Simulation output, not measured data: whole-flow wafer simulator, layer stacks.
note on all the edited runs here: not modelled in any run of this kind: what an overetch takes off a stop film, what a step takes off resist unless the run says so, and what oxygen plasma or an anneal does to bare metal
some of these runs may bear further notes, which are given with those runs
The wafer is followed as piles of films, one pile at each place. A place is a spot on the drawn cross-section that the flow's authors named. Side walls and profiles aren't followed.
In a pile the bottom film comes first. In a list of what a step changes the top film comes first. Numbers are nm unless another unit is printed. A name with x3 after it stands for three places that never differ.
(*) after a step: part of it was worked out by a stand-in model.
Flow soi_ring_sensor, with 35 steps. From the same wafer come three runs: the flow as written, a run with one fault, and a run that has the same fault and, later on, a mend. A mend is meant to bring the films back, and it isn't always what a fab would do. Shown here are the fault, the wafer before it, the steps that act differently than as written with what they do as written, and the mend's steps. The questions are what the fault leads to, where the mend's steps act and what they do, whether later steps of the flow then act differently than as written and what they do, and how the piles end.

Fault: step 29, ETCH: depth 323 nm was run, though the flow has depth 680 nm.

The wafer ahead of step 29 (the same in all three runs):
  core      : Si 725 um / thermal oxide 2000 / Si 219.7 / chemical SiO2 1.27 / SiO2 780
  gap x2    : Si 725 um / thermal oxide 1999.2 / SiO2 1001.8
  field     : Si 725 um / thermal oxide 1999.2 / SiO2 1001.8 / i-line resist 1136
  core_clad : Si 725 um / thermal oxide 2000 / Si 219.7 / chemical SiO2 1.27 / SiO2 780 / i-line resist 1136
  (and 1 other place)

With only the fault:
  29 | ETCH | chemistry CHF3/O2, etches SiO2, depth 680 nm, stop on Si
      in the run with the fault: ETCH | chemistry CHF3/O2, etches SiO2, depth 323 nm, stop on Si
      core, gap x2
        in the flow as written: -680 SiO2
        in the run with the fault: -323 SiO2
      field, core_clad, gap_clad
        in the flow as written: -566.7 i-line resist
        in the run with the fault: -269.2 i-line resist
  Steps later in the flow that act otherwise than as written:
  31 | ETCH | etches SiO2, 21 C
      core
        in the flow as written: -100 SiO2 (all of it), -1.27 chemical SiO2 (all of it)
        in the run with the fault: -457 SiO2 (all of it), -1.27 chemical SiO2 (all of it)
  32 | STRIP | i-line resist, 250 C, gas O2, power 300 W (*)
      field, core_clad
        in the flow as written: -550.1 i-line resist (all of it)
        in the run with the fault: -847.6 i-line resist (all of it)
  The piles end only slightly different from the flow's at the places that both follow, by no more than 2% or 0.5 nm, whichever is larger.

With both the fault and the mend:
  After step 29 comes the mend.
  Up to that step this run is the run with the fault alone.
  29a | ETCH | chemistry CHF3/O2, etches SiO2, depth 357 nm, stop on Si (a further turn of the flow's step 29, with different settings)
      core, gap x2
        -357 SiO2
      field, core_clad, gap_clad
        -297.5 i-line resist
  Every later step of the flow that is run acts as written at every place that is followed.
  At every place that both follow, the piles at the end match the flow's.
